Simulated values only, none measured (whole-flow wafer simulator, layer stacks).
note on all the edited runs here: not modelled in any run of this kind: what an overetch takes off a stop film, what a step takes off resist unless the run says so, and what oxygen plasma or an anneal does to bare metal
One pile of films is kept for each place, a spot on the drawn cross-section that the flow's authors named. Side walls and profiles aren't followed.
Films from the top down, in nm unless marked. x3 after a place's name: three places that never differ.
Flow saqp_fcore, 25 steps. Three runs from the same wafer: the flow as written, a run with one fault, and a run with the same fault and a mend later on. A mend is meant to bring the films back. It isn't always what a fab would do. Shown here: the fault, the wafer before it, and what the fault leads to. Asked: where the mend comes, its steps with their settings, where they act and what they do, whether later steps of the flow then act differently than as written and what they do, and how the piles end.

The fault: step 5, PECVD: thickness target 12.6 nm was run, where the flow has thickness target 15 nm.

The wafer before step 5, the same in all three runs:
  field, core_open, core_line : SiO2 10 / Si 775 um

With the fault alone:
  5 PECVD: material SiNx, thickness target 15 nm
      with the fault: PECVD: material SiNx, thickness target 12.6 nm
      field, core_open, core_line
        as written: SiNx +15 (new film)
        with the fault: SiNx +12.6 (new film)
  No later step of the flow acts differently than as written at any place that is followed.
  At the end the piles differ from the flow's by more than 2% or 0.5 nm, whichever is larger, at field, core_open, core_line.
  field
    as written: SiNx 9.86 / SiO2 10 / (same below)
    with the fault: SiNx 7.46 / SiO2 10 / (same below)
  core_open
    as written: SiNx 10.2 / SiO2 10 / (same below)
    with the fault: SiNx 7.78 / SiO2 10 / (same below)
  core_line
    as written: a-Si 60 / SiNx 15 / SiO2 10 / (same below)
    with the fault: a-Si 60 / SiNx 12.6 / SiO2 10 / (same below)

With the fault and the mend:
  The mend comes after step 5.
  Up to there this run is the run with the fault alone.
  5a PECVD: material SiNx, thickness target 2.4 nm (the flow's step 5 once more, with other settings)
      field, core_open, core_line
        SiNx +2.4
  No later step of the flow acts differently than as written at any place that is followed.
  At the end the piles are the same as the flow's at every place that both follow.
